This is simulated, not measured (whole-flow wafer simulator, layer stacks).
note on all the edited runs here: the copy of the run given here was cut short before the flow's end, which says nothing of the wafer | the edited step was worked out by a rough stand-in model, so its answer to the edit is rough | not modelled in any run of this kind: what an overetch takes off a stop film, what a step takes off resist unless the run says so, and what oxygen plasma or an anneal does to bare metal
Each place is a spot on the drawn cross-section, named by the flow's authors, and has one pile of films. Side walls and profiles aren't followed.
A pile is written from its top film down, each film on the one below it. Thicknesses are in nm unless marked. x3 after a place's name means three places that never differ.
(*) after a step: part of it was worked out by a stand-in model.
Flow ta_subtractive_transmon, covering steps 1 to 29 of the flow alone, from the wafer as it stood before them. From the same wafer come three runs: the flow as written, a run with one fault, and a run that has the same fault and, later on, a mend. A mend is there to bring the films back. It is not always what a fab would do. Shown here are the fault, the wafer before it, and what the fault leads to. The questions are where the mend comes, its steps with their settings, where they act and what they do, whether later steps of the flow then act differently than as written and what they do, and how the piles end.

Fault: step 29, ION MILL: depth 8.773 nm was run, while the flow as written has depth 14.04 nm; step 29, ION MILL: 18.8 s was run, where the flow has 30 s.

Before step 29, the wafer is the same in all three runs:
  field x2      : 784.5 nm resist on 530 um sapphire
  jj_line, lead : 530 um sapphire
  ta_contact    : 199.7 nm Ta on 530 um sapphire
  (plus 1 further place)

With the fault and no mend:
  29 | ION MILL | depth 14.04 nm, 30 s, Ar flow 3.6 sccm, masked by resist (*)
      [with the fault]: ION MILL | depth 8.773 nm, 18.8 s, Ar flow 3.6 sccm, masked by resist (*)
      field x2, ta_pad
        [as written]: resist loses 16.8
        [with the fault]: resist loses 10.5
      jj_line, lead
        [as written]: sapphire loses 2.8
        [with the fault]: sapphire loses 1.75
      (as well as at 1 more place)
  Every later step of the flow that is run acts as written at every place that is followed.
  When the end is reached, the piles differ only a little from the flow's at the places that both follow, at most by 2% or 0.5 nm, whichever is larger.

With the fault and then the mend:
  The mend follows step 29.
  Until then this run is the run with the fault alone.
  29a | ION MILL | depth 5.264 nm, 11.25 s, Ar flow 3.6 sccm, masked by resist (*) (the flow's step 29 again, with other settings)
      field x2, ta_pad
        resist loses 6.29
      jj_line, lead
        sapphire loses 1.05
      ta_contact
        Ta loses 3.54
  Every later step of the flow that is run acts as written at every place that is followed.
  When the end is reached, the piles differ only a little from the flow's at the places that both follow, at most by 2% or 0.5 nm, whichever is larger.
